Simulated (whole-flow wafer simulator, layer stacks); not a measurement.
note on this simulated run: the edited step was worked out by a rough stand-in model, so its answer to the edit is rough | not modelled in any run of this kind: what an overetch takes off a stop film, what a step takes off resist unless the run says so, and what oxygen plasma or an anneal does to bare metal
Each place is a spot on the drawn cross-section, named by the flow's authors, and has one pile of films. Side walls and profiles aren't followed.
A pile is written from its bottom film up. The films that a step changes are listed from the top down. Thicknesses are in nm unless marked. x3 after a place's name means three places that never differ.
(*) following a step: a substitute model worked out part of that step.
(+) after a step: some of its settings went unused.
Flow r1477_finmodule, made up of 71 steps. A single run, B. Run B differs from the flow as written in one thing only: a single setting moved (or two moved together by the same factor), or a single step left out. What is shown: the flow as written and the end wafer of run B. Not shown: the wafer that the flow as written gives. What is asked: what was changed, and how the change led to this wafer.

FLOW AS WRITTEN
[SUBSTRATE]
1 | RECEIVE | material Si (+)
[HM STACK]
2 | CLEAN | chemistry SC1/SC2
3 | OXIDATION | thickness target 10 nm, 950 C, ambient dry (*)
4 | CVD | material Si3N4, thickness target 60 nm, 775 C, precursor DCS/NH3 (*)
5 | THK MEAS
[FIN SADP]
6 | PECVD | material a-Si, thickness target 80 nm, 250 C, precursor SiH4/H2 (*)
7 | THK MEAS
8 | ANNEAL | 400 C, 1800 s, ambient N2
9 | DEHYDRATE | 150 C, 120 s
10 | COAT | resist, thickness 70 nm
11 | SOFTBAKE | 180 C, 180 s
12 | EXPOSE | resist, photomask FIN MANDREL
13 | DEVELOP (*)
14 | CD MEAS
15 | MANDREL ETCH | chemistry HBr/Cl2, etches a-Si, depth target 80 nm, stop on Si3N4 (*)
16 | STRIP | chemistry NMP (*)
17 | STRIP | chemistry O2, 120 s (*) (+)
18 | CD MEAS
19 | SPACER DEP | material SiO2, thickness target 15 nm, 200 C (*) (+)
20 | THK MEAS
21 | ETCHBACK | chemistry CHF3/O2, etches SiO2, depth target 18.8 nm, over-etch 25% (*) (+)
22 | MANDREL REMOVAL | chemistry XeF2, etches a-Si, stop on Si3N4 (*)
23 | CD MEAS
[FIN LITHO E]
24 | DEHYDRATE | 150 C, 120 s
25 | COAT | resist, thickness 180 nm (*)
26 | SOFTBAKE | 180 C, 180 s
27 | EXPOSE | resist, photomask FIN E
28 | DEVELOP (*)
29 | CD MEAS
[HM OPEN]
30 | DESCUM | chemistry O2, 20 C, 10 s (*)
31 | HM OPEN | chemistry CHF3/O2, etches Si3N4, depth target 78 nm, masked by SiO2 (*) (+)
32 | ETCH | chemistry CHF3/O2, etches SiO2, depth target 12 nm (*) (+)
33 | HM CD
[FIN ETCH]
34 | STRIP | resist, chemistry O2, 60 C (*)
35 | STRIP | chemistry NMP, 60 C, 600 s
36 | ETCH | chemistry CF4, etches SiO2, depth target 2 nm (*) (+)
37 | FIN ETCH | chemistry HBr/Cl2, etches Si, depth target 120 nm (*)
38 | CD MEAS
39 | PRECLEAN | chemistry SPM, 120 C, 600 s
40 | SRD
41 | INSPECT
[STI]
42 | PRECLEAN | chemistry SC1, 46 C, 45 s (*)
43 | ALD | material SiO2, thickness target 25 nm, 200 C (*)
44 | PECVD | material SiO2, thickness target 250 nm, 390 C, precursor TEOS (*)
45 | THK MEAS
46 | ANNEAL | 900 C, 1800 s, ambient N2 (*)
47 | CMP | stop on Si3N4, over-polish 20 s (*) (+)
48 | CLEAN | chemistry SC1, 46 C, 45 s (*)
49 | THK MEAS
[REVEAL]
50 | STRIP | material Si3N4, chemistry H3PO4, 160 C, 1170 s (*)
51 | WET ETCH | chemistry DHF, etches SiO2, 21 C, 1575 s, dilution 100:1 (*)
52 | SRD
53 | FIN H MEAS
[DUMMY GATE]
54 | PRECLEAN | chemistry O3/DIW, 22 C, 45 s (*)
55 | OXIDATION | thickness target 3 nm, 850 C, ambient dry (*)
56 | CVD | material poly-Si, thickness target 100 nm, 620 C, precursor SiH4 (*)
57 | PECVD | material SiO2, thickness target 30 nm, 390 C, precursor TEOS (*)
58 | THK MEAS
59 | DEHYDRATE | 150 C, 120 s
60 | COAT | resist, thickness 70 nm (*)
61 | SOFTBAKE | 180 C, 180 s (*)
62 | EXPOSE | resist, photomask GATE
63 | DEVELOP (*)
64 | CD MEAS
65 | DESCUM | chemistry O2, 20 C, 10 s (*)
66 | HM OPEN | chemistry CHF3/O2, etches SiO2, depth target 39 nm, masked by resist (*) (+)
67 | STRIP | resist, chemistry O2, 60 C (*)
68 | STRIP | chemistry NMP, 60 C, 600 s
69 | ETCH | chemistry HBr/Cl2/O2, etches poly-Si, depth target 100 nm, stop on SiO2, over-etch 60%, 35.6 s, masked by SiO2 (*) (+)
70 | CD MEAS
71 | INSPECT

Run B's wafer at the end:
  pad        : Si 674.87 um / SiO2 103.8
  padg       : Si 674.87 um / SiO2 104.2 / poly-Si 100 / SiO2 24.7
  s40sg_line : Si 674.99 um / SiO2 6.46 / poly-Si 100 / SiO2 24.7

The reason: step 55, OXIDATION: 914 C was run, while the flow as written has 850 C.

The path from the change to this, step by step:
  55 | OXIDATION | thickness target 3 nm, 850 C, ambient dry (*)
      pad, padg, e40sg and 12 more: +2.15 SiO2, -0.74 chemical SiO2 (all of it), -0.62 Si (as written it would have been: +1.21 SiO2, -0.74 chemical SiO2 (all of it), -0.21 Si)
      esg, s40cg, s45cg, s50cg, s40co, s45co, s50co: +2.11 SiO2, -0.74 chemical SiO2 (all of it), -0.6 Si (as written it would have been: +1.2 SiO2, -0.74 chemical SiO2 (all of it), -0.2 Si)
      (as well as at 6 more places)
  67 | STRIP | resist, chemistry O2, 60 C (*)
      s40sg: -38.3 resist (all of it) (as written it would have been: -36.9 resist (all of it))
      s45sg: -38.2 resist (all of it) (as written it would have been: -36.9 resist (all of it))
      (as well as at 1 more place)
